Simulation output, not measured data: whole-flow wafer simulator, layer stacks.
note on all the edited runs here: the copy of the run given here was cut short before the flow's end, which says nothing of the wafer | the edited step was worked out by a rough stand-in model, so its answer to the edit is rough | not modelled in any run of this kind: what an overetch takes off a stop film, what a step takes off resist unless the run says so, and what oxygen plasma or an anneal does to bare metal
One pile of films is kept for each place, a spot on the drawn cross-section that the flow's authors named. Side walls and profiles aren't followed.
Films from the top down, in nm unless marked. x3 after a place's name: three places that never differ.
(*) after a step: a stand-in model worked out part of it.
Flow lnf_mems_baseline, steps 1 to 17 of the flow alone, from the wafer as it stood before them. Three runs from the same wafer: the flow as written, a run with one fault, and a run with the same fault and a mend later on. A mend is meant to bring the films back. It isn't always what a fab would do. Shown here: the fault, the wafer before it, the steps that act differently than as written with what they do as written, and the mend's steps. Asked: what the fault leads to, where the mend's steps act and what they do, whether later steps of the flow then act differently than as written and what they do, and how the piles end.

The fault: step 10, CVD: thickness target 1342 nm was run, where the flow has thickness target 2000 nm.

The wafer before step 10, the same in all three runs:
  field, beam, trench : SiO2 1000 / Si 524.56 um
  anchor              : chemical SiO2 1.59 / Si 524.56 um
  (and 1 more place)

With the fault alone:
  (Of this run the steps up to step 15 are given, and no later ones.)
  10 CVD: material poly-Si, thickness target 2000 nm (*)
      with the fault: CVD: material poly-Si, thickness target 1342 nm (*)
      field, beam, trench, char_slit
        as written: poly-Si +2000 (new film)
        with the fault: poly-Si +1342 (new film)
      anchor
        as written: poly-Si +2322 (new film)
        with the fault: poly-Si +1342 (new film)
  Later steps of the flow that act differently than as written (1 more step differs only slightly, by at most 2% or 0.5 nm, whichever is larger, and isn't shown):
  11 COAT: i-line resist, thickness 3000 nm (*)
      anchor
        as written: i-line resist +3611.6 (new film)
        with the fault: i-line resist +3900.6 (new film)
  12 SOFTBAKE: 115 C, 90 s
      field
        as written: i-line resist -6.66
        with the fault: i-line resist -9.99
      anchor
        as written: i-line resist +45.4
        with the fault: i-line resist +68.1
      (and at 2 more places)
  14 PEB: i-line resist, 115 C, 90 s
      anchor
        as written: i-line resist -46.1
        with the fault: i-line resist -51.8
  After step 15 the piles differ from the flow's by more than 2% or 0.5 nm, whichever is larger, at field, anchor, beam, trench, char_slit.
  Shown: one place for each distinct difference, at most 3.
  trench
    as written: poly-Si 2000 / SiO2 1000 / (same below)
    with the fault: poly-Si 1342 / SiO2 1000 / (same below)
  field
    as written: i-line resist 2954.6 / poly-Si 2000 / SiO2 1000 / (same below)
    with the fault: i-line resist 2949.3 / poly-Si 1342 / SiO2 1000 / (same below)
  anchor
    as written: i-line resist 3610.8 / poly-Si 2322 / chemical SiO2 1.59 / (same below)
    with the fault: i-line resist 3916.9 / poly-Si 1342 / chemical SiO2 1.59 / (same below)

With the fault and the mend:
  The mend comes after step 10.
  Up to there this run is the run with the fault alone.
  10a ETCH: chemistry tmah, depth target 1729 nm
      field, anchor, beam, trench, char_slit
        poly-Si -1342 (all of it)
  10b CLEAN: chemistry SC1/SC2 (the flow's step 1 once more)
      changes no film at any place that is followed
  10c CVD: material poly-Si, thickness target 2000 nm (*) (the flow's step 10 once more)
      field, beam, trench, char_slit
        poly-Si +2000 (new film)
      anchor
        poly-Si +2322 (new film)
  No later step of the flow acts differently than as written at any place that is followed.
  At the end the piles are the same as the flow's at every place that both follow.
